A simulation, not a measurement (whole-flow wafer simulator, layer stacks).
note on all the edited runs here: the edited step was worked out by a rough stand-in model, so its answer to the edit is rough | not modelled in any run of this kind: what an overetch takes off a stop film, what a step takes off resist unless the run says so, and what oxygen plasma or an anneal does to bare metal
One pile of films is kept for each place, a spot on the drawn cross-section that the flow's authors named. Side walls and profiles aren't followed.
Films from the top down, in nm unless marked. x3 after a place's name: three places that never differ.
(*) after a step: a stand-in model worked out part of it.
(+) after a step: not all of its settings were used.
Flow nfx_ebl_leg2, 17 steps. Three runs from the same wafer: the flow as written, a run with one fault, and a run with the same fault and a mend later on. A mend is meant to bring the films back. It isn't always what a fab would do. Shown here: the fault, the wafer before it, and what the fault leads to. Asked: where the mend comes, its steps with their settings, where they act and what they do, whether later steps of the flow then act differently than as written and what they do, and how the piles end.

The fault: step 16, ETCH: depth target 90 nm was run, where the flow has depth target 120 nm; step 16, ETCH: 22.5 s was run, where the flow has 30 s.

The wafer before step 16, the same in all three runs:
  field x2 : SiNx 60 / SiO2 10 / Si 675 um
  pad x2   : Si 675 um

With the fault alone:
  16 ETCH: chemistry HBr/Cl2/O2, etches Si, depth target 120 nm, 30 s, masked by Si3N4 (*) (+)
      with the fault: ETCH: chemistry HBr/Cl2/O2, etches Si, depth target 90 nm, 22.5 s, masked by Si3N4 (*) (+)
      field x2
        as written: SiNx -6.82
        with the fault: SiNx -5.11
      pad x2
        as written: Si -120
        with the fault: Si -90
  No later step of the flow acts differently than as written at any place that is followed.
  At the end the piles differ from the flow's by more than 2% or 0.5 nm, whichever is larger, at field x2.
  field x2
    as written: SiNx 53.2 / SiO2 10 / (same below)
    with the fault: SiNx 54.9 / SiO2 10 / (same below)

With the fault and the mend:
  The mend comes after step 17.
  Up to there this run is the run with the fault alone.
  17a ETCH: chemistry HBr/Cl2/O2, etches Si, depth target 30 nm, 7.5 s, masked by Si3N4 (*) (+) (the flow's step 16 once more, with other settings)
      field x2
        SiNx -1.7
      pad x2
        Si -30
  No later step of the flow acts differently than as written at any place that is followed.
  At the end the piles are the same as the flow's at every place that both follow.
